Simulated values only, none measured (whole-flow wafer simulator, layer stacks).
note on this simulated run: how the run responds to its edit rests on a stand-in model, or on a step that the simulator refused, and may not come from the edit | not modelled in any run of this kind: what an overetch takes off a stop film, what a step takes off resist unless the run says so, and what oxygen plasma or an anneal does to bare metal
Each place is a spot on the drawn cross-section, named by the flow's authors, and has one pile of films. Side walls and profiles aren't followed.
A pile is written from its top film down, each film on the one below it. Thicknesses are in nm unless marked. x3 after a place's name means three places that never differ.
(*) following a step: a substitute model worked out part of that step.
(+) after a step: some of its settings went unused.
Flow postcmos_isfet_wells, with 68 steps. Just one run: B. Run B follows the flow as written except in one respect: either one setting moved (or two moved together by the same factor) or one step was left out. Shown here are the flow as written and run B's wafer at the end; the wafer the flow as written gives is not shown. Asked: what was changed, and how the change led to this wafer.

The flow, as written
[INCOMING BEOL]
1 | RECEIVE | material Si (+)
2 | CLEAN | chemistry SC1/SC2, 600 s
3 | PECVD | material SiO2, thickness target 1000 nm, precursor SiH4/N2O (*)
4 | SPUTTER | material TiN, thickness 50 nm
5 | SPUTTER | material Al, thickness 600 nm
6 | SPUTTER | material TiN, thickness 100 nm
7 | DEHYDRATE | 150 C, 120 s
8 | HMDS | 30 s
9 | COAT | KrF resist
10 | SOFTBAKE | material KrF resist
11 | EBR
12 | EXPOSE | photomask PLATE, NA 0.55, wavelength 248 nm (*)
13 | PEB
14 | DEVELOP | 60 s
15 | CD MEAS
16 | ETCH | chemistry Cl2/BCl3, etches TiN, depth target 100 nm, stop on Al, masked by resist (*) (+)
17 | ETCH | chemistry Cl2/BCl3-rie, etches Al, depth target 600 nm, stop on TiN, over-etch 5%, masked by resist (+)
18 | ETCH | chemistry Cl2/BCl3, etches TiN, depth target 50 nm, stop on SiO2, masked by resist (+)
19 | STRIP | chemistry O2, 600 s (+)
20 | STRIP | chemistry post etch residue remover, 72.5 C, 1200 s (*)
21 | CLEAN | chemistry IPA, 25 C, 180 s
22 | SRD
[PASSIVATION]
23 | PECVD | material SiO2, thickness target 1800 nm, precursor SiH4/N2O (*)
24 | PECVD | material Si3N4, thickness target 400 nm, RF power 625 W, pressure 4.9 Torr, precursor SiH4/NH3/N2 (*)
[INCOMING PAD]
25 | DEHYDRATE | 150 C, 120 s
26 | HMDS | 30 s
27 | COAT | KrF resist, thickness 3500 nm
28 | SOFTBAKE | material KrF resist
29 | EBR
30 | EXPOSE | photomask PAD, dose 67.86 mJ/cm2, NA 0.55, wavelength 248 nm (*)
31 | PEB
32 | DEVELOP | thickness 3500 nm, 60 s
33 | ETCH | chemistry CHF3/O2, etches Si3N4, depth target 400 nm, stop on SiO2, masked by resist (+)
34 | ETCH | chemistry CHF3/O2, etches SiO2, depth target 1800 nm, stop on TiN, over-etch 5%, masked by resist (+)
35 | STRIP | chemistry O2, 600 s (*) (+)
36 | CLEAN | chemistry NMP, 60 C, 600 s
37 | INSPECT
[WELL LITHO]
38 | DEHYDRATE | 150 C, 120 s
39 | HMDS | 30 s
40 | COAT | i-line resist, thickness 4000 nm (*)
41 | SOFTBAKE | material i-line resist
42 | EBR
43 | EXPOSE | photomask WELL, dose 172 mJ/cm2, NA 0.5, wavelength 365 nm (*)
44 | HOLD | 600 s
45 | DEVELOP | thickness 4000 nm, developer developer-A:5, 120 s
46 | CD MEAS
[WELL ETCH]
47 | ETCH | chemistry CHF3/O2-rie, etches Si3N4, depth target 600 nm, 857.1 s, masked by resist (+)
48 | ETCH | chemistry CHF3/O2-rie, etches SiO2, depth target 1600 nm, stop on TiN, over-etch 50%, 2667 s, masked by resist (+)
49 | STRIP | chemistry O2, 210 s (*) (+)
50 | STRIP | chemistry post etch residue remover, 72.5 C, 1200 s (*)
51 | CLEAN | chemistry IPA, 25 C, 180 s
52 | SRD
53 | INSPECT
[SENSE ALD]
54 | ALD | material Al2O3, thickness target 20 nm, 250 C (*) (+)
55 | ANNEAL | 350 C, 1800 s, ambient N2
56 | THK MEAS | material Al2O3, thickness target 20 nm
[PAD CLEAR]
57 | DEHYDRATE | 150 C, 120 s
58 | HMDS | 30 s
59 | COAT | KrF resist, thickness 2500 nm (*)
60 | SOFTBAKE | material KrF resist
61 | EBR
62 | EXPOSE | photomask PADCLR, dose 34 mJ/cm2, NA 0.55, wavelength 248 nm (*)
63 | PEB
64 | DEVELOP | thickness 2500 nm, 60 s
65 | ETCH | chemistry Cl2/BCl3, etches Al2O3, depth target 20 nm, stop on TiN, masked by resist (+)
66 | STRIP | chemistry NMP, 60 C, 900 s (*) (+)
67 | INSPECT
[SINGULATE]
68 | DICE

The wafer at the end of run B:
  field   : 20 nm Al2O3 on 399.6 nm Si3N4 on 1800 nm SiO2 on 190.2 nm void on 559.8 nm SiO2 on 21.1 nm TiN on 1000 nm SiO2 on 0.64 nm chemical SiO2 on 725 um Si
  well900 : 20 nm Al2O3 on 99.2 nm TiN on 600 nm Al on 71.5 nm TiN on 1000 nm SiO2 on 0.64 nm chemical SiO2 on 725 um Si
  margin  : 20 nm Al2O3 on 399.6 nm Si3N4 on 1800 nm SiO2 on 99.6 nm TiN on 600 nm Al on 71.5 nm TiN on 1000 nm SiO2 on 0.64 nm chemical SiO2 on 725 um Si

What caused this: step 4, SPUTTER: thickness 71.5 nm was run, though the flow has thickness 50 nm.
The wafer itself shows it: well900 has TiN 71.5, and step 4 as written asks for 50 nm.

The path from the change to this, step by step:
  4 | SPUTTER | material TiN, thickness 50 nm
      field, margin, well900, well1300 x3, pad_rim, pad_clr, pad_open: TiN gains 71.5 (new film) (as written it would have been: TiN gains 50 (new film))
  18 | ETCH | chemistry Cl2/BCl3, etches TiN, depth target 50 nm, stop on SiO2, masked by resist (+)
      field: TiN loses 50 (as written it would have been: TiN loses 50 (all of it))
  23 | PECVD | material SiO2, thickness target 1800 nm, precursor SiH4/N2O (*)
      field: SiO2 gains 1800 (new film), void gains 190.2 (new film), SiO2 gains 559.8 (new film) (as written it would have been: SiO2 gains 1800 (new film), void gains 189.9 (new film), SiO2 gains 559.7)
With metal films that touch counted as one body, field has 1 body; the flow as written gives 0 bodies.
